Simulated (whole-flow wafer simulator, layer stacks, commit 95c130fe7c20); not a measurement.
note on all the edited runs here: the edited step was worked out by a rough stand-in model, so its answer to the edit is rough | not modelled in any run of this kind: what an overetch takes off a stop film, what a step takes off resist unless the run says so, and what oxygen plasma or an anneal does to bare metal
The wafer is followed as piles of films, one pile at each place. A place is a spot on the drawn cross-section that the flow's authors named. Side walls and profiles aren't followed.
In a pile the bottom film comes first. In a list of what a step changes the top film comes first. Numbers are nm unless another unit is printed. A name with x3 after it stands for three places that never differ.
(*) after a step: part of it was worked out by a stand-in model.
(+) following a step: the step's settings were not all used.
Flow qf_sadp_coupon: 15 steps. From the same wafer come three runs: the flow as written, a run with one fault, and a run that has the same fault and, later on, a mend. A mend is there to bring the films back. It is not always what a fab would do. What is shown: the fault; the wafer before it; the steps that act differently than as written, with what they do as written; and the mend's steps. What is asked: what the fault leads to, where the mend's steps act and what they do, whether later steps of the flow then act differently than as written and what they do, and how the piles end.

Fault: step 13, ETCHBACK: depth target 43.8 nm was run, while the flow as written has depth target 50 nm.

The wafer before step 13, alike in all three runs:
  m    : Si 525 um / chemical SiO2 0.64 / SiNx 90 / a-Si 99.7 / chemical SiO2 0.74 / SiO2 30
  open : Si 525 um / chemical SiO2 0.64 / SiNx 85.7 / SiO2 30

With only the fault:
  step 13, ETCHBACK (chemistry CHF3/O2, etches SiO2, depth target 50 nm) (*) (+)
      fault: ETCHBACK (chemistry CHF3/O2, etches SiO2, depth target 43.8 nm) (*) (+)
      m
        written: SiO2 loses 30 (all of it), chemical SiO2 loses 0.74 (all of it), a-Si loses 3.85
        fault: SiO2 loses 30 (all of it), chemical SiO2 loses 0.74 (all of it), a-Si loses 2.61
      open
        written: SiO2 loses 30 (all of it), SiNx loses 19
        fault: SiO2 loses 30 (all of it), SiNx loses 13.1
  Every later step of the flow that is run acts as written, at every place that is followed, to within 2% or 0.5 nm, whichever is larger.
  At open, the piles at the end differ from the flow's by more than 2% or 0.5 nm, whichever is larger.
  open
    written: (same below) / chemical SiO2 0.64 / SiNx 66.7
    fault: (same below) / chemical SiO2 0.64 / SiNx 72.6

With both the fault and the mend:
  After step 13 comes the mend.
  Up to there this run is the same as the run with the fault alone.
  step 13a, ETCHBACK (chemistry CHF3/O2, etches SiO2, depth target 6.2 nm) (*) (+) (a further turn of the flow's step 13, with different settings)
      m
        a-Si loses 1.24
      open
        SiNx loses 5.9
  Every later step of the flow that is run acts as written at every place that is followed.
  The piles end the same as the flow's at every place that both follow.
